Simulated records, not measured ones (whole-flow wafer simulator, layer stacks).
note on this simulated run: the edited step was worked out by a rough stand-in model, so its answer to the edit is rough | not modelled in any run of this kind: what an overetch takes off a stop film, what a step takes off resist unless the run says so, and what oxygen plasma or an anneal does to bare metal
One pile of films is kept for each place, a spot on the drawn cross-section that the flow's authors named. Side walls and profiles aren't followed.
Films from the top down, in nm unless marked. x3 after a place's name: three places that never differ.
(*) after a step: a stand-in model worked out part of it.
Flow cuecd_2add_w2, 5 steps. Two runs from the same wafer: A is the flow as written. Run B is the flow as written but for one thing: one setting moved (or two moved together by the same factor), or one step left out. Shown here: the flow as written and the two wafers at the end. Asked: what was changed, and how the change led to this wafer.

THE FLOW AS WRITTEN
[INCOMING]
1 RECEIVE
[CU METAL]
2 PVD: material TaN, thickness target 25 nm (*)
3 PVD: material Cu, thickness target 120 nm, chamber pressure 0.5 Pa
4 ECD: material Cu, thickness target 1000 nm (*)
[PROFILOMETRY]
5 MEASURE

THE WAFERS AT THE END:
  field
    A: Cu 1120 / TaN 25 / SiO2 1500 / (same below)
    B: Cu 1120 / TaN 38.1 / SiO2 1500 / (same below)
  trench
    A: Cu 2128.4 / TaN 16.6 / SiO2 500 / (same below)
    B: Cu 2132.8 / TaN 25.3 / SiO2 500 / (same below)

The cause: step 2, PVD: thickness target 38.1 nm was run, where the flow has thickness target 25 nm.
It can be read off the wafer: field has TaN 38.1, and step 2 as written asks for 25 nm.

How the change led to this, step by step:
  2 PVD: material TaN, thickness target 25 nm (*)
      field: A TaN +25 (new film) | B TaN +38.1 (new film)
      trench: A TaN +16.6 (new film) | B TaN +25.3 (new film)
